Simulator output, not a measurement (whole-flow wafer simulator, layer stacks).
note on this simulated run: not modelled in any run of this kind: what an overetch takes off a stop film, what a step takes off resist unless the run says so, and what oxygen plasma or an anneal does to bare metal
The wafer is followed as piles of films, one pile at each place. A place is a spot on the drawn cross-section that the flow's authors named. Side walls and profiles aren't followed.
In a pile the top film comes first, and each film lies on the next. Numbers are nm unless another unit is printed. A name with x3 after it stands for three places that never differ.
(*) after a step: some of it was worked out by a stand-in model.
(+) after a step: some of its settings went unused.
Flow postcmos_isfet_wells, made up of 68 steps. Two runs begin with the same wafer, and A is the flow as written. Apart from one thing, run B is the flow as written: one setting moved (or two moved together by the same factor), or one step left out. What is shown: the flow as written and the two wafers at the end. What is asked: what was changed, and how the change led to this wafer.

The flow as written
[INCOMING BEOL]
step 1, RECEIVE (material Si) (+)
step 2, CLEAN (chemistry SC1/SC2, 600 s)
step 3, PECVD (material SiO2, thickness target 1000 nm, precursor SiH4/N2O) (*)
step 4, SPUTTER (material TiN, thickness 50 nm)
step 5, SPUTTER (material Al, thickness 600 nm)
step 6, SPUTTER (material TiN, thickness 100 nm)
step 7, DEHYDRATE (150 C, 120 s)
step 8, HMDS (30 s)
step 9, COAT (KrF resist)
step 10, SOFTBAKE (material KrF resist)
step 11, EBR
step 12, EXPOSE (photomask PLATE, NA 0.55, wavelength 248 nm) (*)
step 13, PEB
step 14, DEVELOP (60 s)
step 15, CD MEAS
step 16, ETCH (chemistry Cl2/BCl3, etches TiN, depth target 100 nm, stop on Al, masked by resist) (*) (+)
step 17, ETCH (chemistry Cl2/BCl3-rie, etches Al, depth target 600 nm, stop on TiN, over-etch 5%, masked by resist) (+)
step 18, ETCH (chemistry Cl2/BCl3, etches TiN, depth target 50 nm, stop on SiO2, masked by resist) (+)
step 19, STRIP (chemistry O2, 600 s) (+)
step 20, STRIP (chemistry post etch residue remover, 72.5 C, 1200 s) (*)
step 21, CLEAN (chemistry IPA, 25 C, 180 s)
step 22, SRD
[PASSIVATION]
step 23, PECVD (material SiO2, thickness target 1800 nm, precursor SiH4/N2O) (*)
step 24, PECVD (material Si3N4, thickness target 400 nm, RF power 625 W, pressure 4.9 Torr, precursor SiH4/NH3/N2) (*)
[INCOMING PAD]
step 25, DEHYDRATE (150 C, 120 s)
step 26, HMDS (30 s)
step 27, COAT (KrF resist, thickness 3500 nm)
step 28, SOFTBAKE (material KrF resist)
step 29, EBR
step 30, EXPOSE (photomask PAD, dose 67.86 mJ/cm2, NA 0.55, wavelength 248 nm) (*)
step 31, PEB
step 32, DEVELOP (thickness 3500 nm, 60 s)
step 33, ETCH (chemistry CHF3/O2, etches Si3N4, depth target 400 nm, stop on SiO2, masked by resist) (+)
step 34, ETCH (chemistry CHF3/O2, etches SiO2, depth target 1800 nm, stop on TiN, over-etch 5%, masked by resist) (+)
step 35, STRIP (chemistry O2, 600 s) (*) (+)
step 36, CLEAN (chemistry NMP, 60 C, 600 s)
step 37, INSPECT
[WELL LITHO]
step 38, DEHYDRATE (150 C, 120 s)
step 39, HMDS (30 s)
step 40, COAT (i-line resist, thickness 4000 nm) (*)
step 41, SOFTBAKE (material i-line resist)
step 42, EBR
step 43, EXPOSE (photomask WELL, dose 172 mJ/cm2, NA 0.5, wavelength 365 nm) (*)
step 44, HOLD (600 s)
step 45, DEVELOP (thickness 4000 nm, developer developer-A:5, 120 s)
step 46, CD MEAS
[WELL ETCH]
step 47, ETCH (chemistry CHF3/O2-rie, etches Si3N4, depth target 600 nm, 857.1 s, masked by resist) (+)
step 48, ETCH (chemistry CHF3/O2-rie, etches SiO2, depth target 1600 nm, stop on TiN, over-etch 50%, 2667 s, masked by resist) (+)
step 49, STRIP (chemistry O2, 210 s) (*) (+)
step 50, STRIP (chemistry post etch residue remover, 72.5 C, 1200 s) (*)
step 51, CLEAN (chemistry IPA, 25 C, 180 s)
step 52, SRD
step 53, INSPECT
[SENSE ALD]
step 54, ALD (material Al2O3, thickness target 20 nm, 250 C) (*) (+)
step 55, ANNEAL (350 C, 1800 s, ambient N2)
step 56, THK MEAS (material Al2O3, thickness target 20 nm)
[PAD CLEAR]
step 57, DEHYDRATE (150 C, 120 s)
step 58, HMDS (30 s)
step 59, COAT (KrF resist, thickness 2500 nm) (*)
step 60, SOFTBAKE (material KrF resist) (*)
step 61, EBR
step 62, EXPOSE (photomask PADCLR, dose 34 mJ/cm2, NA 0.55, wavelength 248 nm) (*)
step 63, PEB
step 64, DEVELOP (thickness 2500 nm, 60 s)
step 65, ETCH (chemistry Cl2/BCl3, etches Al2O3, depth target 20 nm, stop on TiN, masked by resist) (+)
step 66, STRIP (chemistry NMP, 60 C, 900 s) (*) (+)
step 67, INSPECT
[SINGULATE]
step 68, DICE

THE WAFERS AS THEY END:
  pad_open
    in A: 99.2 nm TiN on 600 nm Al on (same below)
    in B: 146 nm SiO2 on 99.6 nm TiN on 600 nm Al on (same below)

Cause: step 34, ETCH: depth target 1654 nm was run, whereas the flow has depth target 1800 nm.

Step by step, how the change led to this:
  step 34, ETCH (chemistry CHF3/O2, etches SiO2, depth target 1800 nm, stop on TiN, over-etch 5%, masked by resist) (+)
      pad_open: A SiO2 loses 1800 (all of it) | B SiO2 loses 1654
      field, margin, well900, well1300, well2000, well3000, pad_rim, pad_clr: A KrF resist loses 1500 | B KrF resist loses 1378.3
  step 35, STRIP (chemistry O2, 600 s) (*) (+)
      field, margin, well900, well1300, well2000, well3000, pad_rim, pad_clr: A KrF resist loses 1638.4 (all of it) | B KrF resist loses 1760.1 (all of it)
  step 41, SOFTBAKE (material i-line resist)
      pad_clr: A i-line resist loses 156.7 | B i-line resist loses 142.1
      pad_open: A i-line resist gains 115.3 | B i-line resist gains 108.8
  step 49, STRIP (chemistry O2, 210 s) (*) (+)
      pad_clr: A i-line resist loses 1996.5 (all of it) | B i-line resist loses 2056.6 (all of it)
  step 59, COAT (KrF resist, thickness 2500 nm) (*)
      pad_clr: A KrF resist gains 1691.6 (new film) | B KrF resist gains 1740.6 (new film)
  step 60, SOFTBAKE (material KrF resist) (*)
      pad_clr: A KrF resist loses 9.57 | B KrF resist loses 8.97
  step 64, DEVELOP (thickness 2500 nm, 60 s)
      pad_clr: A KrF resist loses 1682 (all of it) | B KrF resist loses 1731.6 (all of it)
